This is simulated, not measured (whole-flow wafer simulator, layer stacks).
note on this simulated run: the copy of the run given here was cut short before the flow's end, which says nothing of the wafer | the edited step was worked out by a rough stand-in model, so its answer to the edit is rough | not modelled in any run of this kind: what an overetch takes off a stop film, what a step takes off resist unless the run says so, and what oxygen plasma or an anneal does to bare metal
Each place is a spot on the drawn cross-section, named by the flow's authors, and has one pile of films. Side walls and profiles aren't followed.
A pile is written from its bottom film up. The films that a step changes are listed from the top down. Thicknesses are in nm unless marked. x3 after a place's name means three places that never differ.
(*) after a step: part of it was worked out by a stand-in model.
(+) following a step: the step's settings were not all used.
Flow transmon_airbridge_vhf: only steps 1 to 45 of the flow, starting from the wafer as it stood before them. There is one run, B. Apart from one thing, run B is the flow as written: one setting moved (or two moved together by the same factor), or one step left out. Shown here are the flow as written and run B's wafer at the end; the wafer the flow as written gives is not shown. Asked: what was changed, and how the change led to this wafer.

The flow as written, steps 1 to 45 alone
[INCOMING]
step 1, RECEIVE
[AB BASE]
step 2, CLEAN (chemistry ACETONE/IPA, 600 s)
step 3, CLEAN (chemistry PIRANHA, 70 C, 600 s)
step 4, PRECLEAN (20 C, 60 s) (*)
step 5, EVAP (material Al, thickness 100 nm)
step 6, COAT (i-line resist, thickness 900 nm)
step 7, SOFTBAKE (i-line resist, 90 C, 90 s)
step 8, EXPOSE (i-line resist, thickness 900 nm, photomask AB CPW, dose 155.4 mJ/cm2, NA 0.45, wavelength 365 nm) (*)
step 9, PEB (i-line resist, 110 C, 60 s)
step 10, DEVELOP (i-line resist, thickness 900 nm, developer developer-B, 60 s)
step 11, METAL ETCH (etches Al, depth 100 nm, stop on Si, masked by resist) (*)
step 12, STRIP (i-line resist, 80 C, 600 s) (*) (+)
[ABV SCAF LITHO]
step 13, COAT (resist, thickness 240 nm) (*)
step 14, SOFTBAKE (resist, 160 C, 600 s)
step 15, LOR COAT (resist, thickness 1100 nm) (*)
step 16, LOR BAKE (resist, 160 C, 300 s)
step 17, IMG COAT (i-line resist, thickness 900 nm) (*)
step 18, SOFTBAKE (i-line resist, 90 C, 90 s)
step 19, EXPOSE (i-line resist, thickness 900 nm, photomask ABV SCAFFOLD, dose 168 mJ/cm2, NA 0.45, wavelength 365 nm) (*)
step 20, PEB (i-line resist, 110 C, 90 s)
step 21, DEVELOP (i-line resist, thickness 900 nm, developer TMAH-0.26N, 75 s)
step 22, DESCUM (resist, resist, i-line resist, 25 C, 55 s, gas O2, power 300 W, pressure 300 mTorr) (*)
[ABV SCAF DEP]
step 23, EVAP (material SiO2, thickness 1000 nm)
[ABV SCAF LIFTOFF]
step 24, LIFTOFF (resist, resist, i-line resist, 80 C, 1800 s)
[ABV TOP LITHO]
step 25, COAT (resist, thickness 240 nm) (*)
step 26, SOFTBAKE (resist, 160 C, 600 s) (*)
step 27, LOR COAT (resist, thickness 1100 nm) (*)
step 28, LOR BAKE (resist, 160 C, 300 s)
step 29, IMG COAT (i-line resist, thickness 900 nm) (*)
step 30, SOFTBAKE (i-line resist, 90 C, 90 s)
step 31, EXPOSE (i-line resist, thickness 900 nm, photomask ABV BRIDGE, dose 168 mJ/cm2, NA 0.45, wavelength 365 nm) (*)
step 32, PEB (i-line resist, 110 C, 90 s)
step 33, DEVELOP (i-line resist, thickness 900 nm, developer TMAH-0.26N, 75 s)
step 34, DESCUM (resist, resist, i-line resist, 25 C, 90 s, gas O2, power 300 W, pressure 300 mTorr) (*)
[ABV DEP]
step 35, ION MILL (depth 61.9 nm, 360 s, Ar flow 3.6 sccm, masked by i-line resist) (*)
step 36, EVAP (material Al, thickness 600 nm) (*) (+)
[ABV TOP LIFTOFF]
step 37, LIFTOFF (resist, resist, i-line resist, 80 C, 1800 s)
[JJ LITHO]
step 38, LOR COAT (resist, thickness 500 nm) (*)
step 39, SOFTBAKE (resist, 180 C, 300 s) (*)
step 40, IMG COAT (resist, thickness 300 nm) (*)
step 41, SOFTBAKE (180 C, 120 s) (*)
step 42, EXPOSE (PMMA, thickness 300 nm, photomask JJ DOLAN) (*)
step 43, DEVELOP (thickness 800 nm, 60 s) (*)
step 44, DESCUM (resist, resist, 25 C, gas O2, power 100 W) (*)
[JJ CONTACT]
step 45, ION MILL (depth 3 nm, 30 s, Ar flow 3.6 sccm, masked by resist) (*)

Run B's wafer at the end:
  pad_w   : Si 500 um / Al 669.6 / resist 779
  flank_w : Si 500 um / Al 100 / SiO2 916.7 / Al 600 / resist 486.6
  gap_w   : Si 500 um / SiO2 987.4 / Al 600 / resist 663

What caused this: step 35, ION MILL: depth 21.73 nm was run, though the flow has depth 61.9 nm; step 35, ION MILL: 126.4 s was run, where the flow has 360 s.

Step by step, how the change led to this:
  step 35, ION MILL (depth 61.9 nm, 360 s, Ar flow 3.6 sccm, masked by i-line resist) (*)
      field x3, jj_line, ground_far, trace_open_s x2, margin_s, margin_n: i-line resist loses 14 (as written it would have been: i-line resist loses 39.7)
      flank_w, gap_w, cpw_trace, gap_e, flank_e, bridge_strip: SiO2 loses 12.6 (as written it would have been: SiO2 loses 36)
      (also at 2 further places)
  step 37, LIFTOFF (resist, resist, i-line resist, 80 C, 1800 s)
      field x3, jj_line, trace_open_s x2: Al loses 600 (all of it), i-line resist loses 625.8 (all of it), resist loses 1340 (all of it) (as written it would have been: Al loses 600 (all of it), i-line resist loses 600 (all of it), resist loses 1340 (all of it))
      margin_s, margin_n: Al loses 600 (all of it), i-line resist loses 344.1 (all of it), resist loses 992 (all of it) (as written it would have been: Al loses 600 (all of it), i-line resist loses 318.3 (all of it), resist loses 992 (all of it))
      (also at 1 further place)
